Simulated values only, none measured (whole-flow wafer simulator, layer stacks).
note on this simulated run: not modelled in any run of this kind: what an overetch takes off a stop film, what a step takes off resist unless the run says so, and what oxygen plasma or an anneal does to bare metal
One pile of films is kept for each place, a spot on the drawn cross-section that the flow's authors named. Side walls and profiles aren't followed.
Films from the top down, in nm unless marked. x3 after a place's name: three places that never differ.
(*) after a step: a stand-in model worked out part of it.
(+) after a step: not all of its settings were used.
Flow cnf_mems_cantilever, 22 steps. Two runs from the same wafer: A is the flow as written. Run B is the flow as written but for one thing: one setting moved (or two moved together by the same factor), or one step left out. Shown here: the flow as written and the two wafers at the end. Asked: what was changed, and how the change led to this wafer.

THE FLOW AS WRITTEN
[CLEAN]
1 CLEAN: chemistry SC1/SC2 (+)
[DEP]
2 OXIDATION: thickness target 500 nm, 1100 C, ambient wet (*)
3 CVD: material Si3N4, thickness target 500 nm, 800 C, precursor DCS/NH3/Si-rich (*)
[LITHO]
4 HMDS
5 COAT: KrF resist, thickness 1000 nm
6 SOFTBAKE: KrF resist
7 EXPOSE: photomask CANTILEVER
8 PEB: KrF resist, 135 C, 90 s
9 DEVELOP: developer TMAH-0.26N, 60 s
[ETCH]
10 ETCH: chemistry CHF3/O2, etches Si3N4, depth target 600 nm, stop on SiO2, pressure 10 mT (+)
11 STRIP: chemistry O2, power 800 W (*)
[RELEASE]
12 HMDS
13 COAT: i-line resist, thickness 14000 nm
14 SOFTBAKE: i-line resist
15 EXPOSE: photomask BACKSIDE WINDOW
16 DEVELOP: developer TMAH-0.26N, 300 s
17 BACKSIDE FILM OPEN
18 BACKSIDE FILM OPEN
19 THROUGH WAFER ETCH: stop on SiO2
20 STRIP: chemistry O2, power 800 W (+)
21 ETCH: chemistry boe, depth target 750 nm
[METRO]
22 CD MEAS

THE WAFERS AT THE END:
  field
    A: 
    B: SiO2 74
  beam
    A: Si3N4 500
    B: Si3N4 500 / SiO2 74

The cause: step 21, ETCH: depth target 426 nm was run, where the flow has depth target 750 nm.

How the change led to this, step by step:
  21 ETCH: chemistry boe, depth target 750 nm
      field: A SiO2 -500 (all of it) | B SiO2 -426
      beam: A under 1 film: SiO2 -500 (all of it) | B under 1 film: SiO2 -426
